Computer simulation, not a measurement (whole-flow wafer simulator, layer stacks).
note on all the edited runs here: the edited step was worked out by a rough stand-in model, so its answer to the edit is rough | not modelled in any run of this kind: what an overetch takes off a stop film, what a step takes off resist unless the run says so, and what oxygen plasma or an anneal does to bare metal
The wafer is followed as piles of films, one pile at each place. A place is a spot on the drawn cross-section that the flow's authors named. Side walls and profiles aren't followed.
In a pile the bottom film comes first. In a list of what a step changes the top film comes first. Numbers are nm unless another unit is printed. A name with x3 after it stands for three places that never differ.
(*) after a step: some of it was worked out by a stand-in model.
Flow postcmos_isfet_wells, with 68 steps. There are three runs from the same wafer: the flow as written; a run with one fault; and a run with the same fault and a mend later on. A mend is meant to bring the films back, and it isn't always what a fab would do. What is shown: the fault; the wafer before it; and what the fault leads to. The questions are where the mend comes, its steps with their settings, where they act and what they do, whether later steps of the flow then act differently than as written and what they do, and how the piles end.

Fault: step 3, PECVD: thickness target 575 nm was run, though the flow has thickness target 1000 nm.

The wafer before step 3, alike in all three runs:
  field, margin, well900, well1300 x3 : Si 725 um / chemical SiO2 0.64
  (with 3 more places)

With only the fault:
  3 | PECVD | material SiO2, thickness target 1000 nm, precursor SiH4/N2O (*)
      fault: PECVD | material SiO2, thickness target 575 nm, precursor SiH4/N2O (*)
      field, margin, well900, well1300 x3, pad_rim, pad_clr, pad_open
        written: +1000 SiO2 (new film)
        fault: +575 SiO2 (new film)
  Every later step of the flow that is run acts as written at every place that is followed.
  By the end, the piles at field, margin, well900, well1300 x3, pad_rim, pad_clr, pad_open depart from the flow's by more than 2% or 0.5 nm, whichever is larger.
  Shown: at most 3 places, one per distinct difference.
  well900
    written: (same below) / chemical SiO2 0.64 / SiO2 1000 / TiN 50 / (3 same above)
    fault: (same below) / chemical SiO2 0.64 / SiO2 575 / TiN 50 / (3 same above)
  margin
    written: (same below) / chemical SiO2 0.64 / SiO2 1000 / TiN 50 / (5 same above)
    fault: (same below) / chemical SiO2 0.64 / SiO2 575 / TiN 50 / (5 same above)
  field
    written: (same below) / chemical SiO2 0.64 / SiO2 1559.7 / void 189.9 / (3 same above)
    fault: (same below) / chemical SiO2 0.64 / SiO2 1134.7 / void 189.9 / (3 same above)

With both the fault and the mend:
  After step 3 comes the mend.
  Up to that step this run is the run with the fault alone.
  3a | PECVD | material SiO2, thickness target 425 nm, precursor SiH4/N2O (*) (the flow's step 3 again, with other settings)
      field, margin, well900, well1300 x3, pad_rim, pad_clr, pad_open
        +425 SiO2
  Every later step of the flow that is run acts as written at every place that is followed.
  The piles end the same as the flow's at every place that both follow.
